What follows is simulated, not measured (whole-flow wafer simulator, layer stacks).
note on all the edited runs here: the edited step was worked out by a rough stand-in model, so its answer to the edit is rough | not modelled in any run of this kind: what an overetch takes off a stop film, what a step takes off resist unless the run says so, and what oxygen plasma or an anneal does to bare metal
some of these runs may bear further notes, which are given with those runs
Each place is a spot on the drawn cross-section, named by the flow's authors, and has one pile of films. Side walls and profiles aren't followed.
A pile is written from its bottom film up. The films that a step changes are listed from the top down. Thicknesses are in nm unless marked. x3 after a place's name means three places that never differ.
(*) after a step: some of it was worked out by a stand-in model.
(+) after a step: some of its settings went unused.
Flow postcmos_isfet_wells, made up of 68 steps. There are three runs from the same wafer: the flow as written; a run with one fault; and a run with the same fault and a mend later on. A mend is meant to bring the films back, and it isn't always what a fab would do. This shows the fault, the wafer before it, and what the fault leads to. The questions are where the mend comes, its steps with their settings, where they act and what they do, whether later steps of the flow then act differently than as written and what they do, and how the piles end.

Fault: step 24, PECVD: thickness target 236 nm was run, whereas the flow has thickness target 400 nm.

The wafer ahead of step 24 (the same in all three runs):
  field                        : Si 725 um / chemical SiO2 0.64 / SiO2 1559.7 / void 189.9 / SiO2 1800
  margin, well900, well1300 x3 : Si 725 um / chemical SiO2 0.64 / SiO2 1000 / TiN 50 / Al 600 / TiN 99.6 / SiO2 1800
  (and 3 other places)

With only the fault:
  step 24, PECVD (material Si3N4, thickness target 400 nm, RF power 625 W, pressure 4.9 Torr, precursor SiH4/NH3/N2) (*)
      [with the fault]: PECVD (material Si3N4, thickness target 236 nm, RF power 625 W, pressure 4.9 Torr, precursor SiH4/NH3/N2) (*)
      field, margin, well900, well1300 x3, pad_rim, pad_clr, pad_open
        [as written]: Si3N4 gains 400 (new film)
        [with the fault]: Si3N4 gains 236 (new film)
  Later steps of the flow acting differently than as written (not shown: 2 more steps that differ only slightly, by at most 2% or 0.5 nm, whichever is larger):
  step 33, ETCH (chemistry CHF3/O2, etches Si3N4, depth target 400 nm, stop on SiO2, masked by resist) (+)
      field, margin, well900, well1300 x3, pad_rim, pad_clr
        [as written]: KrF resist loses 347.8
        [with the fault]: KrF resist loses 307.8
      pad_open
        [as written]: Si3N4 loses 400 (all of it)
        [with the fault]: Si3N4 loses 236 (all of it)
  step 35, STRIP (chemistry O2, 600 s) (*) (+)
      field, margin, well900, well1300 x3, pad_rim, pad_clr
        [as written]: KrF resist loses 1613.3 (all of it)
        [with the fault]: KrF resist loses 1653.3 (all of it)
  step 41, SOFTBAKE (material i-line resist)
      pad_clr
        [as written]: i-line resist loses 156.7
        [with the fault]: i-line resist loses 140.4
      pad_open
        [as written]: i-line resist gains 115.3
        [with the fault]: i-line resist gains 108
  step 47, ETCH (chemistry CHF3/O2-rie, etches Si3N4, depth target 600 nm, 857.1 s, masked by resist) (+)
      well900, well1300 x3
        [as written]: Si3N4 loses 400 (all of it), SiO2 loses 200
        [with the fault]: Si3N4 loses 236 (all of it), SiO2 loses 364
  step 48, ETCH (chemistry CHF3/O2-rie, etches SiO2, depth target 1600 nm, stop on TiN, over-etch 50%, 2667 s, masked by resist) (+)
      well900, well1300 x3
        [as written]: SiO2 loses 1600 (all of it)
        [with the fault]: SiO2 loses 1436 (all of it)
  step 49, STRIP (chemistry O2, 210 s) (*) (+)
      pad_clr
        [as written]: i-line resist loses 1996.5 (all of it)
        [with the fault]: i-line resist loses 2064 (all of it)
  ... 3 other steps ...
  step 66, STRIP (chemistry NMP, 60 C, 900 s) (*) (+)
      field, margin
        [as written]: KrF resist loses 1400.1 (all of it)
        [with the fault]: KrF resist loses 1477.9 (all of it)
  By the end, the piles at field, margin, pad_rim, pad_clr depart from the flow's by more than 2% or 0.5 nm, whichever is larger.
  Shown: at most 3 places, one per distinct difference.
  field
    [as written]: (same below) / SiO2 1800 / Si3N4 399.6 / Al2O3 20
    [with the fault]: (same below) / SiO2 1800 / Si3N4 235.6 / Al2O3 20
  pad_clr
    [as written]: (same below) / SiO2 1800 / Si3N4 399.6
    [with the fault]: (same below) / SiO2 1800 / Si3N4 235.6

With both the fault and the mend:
  The mend follows step 24.
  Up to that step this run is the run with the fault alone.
  step 24a, PECVD (material Si3N4, thickness target 164 nm, RF power 625 W, pressure 4.9 Torr, precursor SiH4/NH3/N2) (*) (a further turn of the flow's step 24, with different settings)
      field, margin, well900, well1300 x3, pad_rim, pad_clr, pad_open
        Si3N4 gains 164
  None of the later steps of the flow acts differently than as written at any place that is followed.
  By the end, the piles equal the flow's at every place that both follow.
